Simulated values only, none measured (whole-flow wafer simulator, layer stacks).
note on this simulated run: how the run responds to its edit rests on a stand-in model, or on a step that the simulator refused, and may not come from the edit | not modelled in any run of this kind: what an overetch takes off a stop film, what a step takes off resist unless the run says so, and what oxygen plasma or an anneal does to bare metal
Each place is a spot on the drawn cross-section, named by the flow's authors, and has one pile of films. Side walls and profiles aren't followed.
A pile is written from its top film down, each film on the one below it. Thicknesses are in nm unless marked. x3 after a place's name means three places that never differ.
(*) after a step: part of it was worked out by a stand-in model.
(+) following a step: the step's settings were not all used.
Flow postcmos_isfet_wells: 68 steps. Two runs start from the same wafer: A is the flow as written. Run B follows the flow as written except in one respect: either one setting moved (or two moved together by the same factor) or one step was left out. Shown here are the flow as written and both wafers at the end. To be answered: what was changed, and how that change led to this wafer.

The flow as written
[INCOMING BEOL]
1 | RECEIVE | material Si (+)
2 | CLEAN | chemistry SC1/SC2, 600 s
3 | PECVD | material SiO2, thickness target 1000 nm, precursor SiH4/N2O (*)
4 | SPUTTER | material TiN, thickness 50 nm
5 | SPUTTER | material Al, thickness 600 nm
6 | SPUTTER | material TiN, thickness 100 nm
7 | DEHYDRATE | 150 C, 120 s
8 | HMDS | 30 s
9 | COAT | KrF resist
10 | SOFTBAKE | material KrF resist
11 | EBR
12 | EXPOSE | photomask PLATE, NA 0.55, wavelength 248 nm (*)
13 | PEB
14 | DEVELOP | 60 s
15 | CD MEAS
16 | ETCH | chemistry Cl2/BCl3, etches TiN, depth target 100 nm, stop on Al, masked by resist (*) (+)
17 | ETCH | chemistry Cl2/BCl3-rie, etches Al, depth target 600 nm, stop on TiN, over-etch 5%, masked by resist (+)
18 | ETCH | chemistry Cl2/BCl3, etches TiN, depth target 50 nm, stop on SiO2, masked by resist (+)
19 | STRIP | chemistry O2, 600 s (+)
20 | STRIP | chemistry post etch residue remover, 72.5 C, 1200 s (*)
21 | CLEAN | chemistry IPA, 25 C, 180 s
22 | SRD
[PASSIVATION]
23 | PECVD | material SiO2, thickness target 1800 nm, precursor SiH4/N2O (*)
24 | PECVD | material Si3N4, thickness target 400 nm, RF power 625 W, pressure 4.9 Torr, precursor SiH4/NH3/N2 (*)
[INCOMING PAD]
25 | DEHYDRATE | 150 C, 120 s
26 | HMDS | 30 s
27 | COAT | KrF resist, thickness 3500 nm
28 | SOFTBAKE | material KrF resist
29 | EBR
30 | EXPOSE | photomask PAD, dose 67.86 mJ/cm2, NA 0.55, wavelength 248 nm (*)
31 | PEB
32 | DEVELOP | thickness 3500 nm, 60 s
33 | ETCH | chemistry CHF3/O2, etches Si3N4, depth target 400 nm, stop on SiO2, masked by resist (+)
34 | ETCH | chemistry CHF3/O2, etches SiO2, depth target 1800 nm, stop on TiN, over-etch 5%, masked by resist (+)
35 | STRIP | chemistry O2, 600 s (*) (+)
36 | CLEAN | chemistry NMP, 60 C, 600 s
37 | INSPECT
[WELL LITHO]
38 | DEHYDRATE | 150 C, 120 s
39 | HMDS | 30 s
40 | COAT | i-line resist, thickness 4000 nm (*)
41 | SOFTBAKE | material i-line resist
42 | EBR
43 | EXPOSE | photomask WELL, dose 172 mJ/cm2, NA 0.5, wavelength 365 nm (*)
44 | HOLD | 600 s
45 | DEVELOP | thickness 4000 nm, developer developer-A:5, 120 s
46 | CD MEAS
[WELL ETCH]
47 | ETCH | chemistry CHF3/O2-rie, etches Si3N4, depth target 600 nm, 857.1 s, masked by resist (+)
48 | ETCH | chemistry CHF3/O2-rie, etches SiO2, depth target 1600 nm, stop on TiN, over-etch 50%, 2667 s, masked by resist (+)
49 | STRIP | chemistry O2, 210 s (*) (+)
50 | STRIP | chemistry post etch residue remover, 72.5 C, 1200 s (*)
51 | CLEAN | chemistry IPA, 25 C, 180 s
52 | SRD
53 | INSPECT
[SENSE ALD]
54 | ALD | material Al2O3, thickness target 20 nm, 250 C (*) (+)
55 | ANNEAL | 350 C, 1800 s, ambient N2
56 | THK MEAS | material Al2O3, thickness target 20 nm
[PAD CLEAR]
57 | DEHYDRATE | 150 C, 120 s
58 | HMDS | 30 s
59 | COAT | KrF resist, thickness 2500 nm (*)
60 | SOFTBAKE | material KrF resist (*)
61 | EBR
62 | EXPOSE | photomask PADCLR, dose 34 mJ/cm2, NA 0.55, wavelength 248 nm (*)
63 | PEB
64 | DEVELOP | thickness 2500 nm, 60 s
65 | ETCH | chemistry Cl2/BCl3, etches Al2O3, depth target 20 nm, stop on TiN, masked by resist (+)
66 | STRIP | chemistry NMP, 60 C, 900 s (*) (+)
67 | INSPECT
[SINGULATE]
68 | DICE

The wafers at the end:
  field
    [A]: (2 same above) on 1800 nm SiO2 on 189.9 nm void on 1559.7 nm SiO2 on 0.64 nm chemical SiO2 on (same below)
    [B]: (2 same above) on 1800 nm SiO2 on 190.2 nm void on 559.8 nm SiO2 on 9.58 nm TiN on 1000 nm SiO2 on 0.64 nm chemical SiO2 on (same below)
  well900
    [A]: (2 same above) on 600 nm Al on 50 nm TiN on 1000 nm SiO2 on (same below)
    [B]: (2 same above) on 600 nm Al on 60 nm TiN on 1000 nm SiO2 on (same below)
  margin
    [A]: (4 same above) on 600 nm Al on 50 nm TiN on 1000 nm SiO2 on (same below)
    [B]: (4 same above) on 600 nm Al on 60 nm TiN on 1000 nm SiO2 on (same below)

Cause: step 4, SPUTTER: thickness 60 nm was run, though the flow has thickness 50 nm.
The wafer lets one read it off: well900 has TiN 60, and step 4 as written asks for 50 nm.

The path from the change to this, step by step:
  4 | SPUTTER | material TiN, thickness 50 nm
      field, margin, well900 and 6 more: A +50 TiN (new film) | B +60 TiN (new film)
  18 | ETCH | chemistry Cl2/BCl3, etches TiN, depth target 50 nm, stop on SiO2, masked by resist (+)
      field: A -50 TiN (all of it) | B -50 TiN
  23 | PECVD | material SiO2, thickness target 1800 nm, precursor SiH4/N2O (*)
      field: A +1800 SiO2 (new film), +189.9 void (new film), +559.7 SiO2 | B +1800 SiO2 (new film), +190.2 void (new film), +559.8 SiO2 (new film)
Taking metal films that touch as one body, field has 1 body; the flow as written gives 0 bodies.
